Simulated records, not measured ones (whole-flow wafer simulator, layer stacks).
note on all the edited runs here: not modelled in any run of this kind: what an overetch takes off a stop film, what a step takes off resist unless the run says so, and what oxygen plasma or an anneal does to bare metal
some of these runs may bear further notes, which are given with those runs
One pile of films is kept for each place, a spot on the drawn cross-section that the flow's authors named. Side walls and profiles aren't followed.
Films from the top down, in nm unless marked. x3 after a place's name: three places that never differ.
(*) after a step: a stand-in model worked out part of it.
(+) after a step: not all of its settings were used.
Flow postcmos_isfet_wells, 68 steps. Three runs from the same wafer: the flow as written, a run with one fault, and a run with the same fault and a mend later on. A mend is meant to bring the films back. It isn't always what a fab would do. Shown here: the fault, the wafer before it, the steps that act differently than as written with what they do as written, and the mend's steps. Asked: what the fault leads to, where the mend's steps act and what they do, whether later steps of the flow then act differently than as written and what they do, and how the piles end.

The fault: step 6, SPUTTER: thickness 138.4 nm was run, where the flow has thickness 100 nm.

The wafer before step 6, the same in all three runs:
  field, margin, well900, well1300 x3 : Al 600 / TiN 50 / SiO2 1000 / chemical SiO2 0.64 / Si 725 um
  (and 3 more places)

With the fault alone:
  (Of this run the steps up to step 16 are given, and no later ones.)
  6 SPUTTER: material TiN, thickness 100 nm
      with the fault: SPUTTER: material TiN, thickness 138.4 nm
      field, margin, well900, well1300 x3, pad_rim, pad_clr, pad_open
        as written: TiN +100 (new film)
        with the fault: TiN +138.4 (new film)
  Later steps of the flow that act differently than as written:
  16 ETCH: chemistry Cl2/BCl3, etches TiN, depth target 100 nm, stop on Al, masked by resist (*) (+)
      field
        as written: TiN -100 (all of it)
        with the fault: TiN -100
  After step 16 the piles differ from the flow's by more than 2% or 0.5 nm, whichever is larger, at field, margin, well900, well1300 x3, pad_rim, pad_clr, pad_open.
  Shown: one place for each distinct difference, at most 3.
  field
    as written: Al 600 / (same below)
    with the fault: TiN 38.4 / Al 600 / (same below)
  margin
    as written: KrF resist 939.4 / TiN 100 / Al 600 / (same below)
    with the fault: KrF resist 939.4 / TiN 138.4 / Al 600 / (same below)

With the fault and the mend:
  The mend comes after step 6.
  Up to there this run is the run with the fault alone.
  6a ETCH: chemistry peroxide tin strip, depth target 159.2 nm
      field, margin, well900, well1300 x3, pad_rim, pad_clr, pad_open
        TiN -138.4 (all of it)
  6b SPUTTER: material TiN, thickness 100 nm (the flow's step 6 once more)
      field, margin, well900, well1300 x3, pad_rim, pad_clr, pad_open
        TiN +100 (new film)
  No later step of the flow acts differently than as written at any place that is followed.
  At the end the piles are the same as the flow's at every place that both follow.
